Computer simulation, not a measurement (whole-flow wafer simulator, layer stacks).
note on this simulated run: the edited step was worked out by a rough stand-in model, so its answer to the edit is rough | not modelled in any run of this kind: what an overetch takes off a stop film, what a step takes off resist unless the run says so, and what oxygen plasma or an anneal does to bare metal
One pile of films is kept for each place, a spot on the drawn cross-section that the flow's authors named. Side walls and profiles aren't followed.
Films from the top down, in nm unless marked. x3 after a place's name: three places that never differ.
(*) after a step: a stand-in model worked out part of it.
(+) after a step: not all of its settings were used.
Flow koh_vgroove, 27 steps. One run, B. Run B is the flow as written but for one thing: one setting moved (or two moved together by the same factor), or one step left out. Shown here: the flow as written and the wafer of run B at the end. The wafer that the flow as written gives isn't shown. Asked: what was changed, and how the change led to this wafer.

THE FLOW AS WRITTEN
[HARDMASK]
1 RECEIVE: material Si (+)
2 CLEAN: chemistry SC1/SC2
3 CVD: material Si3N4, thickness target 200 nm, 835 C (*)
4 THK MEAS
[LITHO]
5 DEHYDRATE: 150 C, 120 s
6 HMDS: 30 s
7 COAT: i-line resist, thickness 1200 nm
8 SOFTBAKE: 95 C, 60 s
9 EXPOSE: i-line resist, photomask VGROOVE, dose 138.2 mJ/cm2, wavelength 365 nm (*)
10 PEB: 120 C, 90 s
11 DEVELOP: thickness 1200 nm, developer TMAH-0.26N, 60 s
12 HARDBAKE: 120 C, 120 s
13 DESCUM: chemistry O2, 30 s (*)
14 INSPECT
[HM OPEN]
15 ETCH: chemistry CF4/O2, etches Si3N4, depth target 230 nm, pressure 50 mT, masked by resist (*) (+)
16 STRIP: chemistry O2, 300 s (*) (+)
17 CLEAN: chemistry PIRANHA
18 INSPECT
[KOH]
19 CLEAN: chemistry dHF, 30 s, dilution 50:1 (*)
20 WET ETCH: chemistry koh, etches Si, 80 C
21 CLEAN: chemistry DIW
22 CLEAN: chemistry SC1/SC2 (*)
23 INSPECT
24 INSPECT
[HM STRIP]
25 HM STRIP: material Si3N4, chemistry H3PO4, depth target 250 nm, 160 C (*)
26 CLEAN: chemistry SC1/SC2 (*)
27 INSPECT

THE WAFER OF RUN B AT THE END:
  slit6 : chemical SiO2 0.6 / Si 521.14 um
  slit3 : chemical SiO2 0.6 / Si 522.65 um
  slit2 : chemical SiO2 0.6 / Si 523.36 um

The cause: step 15, ETCH: depth target 328 nm was run, where the flow has depth target 230 nm.

How the change led to this, step by step:
  15 ETCH: chemistry CF4/O2, etches Si3N4, depth target 230 nm, pressure 50 mT, masked by resist (*) (+)
      slit3, slit2, slit6, slit20: Si3N4 -200 (all of it), chemical SiO2 -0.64 (all of it), Si -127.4 (as written it would be: Si3N4 -200 (all of it), chemical SiO2 -0.64 (all of it), Si -29.4)
      field: i-line resist -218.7 (as written it would be: i-line resist -153.3)
  16 STRIP: chemistry O2, 300 s (*) (+)
      field: i-line resist -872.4 (all of it) (as written it would be: i-line resist -937.7 (all of it))
